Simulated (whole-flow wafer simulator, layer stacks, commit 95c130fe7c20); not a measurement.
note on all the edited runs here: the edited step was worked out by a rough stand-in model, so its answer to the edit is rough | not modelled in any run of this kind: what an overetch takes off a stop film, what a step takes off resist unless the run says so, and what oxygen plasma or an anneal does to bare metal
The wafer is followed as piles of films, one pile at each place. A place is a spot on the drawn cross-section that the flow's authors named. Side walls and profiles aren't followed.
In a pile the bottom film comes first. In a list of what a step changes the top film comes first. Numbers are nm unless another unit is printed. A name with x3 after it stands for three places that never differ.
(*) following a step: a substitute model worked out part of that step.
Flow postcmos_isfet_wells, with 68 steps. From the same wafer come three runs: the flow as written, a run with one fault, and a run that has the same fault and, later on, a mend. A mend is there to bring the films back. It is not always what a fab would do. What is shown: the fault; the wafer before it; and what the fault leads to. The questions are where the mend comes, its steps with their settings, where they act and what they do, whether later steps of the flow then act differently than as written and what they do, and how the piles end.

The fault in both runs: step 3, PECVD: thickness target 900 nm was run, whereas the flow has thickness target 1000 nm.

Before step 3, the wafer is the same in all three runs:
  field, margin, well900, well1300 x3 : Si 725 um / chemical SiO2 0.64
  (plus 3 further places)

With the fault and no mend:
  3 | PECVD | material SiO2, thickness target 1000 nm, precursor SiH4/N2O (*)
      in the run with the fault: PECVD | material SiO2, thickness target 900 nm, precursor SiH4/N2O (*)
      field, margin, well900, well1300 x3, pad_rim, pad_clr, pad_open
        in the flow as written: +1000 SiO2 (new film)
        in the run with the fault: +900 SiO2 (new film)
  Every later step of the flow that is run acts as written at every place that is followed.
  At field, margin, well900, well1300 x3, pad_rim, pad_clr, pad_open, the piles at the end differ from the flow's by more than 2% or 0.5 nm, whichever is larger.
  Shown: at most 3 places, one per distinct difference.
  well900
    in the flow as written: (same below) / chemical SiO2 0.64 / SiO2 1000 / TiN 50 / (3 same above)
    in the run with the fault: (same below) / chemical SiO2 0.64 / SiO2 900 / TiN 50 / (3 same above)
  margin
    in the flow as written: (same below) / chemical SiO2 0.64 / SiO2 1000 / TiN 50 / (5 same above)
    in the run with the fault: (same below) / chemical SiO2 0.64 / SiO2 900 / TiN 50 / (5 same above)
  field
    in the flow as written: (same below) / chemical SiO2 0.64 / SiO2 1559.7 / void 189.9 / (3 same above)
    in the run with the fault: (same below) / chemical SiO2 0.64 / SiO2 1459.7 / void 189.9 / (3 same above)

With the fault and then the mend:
  The mend stands after step 3.
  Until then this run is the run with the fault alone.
  3a | PECVD | material SiO2, thickness target 100 nm, precursor SiH4/N2O (*) (a further turn of the flow's step 3, with different settings)
      field, margin, well900, well1300 x3, pad_rim, pad_clr, pad_open
        +100 SiO2
  Every later step of the flow that is run acts as written at every place that is followed.
  The piles end the same as the flow's at every place that both follow.
